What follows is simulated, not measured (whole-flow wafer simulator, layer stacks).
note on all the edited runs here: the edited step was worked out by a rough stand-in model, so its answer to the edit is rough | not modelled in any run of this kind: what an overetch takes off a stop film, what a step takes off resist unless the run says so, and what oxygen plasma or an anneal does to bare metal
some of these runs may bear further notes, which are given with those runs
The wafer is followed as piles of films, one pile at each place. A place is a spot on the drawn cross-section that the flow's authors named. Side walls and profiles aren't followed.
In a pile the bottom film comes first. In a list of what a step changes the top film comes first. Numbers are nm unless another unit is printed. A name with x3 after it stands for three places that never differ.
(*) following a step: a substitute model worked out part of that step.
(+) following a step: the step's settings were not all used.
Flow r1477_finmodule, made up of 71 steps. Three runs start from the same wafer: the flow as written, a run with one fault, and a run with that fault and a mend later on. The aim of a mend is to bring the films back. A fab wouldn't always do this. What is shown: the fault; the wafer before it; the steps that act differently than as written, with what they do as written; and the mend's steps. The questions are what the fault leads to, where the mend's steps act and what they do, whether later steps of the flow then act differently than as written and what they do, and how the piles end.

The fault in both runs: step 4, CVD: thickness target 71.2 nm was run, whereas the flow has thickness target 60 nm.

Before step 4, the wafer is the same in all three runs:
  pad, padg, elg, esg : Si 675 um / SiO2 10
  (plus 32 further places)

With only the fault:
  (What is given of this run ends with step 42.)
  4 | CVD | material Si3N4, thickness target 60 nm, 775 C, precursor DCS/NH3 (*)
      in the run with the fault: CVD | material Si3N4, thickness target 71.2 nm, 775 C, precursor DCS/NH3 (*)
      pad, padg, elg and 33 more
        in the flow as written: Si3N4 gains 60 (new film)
        in the run with the fault: Si3N4 gains 71.2 (new film)
  Steps further on in the flow that do not act as written:
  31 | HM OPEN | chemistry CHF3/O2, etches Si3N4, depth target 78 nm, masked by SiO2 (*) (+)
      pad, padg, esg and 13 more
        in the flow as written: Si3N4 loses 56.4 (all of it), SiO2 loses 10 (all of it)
        in the run with the fault: Si3N4 loses 67.6 (all of it), SiO2 loses 5.21
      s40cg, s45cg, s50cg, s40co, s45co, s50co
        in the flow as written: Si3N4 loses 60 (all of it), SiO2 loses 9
        in the run with the fault: Si3N4 loses 71.2 (all of it), SiO2 loses 3.4
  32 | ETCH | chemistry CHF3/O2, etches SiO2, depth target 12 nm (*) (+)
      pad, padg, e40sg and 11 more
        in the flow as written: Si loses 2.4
        in the run with the fault: SiO2 loses 4.79 (all of it), Si loses 1.44
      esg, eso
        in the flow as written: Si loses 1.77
        in the run with the fault: SiO2 loses 4.79 (all of it), Si loses 1.44
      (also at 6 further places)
  Once step 42 is done, the piles at elg, e40lg, e100lg and 11 more depart from the flow's by more than 2% or 0.5 nm, whichever is larger.
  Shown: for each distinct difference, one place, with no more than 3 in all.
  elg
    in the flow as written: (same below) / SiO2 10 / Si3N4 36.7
    in the run with the fault: (same below) / SiO2 10 / Si3N4 47.9
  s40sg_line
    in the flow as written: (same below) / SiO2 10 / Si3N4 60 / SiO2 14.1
    in the run with the fault: (same below) / SiO2 10 / Si3N4 71.2 / SiO2 14.1

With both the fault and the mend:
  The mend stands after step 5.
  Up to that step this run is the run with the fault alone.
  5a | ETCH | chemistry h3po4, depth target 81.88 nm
      pad, padg, elg and 33 more
        Si3N4 loses 71.2 (all of it)
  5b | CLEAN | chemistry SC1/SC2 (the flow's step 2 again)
      does not change any film at any place that is followed
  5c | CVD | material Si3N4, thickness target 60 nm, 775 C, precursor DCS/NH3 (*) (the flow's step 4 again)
      pad, padg, elg and 33 more
        Si3N4 gains 60 (new film)
  Later steps of the flow that are run all act as written at every place that is followed.
  At every place that both follow, the piles at the end match the flow's.
